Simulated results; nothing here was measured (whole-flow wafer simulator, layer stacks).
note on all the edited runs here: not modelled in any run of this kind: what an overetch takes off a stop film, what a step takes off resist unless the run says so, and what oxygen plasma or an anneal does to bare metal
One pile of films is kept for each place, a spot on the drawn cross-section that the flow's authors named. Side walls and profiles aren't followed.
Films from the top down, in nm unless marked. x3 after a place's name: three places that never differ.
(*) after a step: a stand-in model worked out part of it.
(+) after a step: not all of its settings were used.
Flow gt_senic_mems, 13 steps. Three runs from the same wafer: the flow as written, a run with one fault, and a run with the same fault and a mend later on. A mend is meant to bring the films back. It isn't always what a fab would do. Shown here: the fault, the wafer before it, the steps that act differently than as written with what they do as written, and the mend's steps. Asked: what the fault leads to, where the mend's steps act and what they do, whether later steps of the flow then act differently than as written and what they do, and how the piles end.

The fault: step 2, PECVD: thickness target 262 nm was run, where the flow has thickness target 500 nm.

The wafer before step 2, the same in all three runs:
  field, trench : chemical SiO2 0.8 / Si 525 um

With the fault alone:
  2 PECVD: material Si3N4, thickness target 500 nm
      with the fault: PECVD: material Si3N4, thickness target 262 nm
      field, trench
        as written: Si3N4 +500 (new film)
        with the fault: Si3N4 +262 (new film)
  Later steps of the flow that act differently than as written (2 more steps differ only slightly, by at most 2% or 0.5 nm, whichever is larger, and aren't shown):
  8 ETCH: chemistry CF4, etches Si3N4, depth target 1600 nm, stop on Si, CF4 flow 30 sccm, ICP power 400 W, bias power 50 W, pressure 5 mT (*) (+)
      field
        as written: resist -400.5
        with the fault: resist -241.9
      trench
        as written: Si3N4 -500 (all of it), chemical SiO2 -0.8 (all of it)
        with the fault: Si3N4 -262 (all of it), chemical SiO2 -0.8 (all of it)
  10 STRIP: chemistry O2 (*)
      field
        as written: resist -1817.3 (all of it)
        with the fault: resist -1976 (all of it)
  At the end the piles differ from the flow's by more than 2% or 0.5 nm, whichever is larger, at field.
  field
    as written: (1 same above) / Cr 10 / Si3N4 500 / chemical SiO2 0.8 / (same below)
    with the fault: (1 same above) / Cr 10 / Si3N4 262 / chemical SiO2 0.8 / (same below)

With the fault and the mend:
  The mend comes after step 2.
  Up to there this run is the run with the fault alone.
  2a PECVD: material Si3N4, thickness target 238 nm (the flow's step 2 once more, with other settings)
      field, trench
        Si3N4 +238
  No later step of the flow acts differently than as written at any place that is followed.
  At the end the piles are the same as the flow's at every place that both follow.
